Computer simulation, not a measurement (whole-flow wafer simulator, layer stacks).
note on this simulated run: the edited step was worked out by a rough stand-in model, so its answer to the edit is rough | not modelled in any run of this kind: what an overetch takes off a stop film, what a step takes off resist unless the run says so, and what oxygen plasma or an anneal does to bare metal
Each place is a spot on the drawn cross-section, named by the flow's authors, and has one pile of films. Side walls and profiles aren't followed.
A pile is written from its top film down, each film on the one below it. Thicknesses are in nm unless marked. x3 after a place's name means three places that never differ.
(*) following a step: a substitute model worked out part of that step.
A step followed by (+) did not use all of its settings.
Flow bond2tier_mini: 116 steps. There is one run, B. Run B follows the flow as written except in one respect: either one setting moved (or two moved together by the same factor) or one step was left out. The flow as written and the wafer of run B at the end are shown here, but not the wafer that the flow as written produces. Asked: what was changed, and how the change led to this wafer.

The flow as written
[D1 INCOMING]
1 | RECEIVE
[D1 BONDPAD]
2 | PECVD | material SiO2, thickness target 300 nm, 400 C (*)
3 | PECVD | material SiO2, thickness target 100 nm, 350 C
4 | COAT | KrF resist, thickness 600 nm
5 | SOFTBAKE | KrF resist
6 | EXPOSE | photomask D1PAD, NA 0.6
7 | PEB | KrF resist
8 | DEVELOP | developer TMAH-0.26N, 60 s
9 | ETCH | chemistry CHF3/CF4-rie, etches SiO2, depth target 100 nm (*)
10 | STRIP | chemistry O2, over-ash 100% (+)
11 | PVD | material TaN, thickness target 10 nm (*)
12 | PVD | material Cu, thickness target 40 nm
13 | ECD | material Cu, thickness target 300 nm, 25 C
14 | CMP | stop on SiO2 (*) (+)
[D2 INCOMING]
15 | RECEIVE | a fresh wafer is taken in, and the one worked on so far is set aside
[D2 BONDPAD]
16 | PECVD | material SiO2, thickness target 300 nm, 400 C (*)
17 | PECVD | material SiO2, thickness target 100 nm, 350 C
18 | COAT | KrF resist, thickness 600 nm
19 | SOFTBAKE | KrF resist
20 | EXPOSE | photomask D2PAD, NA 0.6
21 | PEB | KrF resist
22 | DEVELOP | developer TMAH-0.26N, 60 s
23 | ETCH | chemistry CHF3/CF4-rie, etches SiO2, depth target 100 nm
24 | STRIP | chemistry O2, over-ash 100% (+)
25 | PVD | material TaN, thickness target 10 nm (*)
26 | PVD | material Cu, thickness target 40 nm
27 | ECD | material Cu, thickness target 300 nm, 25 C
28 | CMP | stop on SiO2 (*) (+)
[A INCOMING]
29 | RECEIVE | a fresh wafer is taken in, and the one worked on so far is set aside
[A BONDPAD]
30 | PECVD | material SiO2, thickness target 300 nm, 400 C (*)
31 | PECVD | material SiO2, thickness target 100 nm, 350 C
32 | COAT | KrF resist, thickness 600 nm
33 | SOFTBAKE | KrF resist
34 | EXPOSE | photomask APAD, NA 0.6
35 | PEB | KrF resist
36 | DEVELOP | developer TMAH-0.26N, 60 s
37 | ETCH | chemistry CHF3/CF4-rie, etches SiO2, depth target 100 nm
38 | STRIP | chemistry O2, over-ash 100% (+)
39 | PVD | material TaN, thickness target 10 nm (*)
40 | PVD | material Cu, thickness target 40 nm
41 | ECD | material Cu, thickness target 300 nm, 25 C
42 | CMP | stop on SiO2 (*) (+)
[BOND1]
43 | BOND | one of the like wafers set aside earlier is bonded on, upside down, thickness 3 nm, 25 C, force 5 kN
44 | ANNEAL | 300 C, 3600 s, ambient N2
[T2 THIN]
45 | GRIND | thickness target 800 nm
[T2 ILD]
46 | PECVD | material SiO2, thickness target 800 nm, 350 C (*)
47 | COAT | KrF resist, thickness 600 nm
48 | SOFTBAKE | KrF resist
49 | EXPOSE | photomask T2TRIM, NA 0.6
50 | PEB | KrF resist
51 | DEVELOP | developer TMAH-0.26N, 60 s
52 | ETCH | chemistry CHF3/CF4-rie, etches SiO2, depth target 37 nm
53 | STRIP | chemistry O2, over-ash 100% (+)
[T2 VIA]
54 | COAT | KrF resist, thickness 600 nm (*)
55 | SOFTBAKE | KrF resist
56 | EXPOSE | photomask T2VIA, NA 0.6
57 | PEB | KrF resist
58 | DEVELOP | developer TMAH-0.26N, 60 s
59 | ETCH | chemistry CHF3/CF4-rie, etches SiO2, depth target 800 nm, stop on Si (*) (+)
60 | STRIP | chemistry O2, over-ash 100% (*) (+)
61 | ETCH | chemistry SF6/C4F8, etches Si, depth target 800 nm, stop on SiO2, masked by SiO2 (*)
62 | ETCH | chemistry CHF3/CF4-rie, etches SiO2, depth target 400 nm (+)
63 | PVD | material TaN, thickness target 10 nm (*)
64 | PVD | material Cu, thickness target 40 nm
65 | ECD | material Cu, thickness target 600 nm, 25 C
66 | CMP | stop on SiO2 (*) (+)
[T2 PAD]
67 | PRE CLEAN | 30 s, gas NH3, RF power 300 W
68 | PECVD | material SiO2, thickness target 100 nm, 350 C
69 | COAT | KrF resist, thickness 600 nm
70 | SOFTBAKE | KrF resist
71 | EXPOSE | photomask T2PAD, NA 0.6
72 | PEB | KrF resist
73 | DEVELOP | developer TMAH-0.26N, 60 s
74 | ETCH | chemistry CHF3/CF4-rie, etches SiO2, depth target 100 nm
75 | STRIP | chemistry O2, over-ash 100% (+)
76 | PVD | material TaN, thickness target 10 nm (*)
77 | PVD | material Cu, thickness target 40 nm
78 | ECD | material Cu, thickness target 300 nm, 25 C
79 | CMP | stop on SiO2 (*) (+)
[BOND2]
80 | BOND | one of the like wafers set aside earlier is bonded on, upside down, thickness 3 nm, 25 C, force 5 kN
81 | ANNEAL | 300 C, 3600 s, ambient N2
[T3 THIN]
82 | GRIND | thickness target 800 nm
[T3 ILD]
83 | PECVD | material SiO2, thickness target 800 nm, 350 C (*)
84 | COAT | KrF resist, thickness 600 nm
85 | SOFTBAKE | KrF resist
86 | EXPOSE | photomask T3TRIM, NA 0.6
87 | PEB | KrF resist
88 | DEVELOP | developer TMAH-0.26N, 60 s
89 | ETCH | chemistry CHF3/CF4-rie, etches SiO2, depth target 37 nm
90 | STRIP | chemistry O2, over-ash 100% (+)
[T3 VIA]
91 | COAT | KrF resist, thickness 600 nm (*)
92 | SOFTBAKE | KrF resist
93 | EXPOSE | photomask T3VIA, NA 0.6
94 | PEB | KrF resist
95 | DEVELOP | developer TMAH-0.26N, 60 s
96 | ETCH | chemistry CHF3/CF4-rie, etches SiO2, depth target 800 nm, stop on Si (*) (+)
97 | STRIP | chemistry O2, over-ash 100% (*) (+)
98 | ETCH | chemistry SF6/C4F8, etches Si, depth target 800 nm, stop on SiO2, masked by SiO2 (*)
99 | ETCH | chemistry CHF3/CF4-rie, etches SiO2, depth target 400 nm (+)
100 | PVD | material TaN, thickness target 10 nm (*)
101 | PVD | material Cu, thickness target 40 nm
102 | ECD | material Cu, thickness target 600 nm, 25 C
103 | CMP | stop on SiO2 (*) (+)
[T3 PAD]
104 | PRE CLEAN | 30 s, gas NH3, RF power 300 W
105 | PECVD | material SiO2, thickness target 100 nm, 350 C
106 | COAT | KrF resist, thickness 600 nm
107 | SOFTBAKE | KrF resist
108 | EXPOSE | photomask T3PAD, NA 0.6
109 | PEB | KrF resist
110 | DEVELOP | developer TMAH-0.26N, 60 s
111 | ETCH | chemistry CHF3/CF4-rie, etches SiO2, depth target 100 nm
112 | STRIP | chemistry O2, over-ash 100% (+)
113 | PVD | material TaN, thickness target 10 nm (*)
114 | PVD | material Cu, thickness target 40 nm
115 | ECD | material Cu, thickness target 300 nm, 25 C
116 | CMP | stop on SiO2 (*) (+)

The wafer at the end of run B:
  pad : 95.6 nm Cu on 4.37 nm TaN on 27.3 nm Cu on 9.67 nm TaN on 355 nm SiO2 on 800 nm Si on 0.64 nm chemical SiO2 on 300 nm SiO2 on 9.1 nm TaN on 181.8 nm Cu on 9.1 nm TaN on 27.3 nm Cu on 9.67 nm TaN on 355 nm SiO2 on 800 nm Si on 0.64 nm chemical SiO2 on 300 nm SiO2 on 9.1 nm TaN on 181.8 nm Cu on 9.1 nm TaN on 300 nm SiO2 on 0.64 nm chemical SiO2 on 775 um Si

Cause: step 113, PVD: thickness target 4.8 nm was run, whereas the flow has thickness target 10 nm.

How this came from the change, step by step:
  113 | PVD | material TaN, thickness target 10 nm (*)
      field: TaN gains 4.8 (new film) (in the flow as written it would be: TaN gains 10 (new film))
      pad: TaN gains 4.37 (new film) (in the flow as written it would be: TaN gains 9.1 (new film))
  116 | CMP | stop on SiO2 (*) (+)
      field: Cu loses 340 (all of it), TaN loses 4.8 (all of it) (in the flow as written it would be: Cu loses 340 (all of it), TaN loses 10 (all of it))
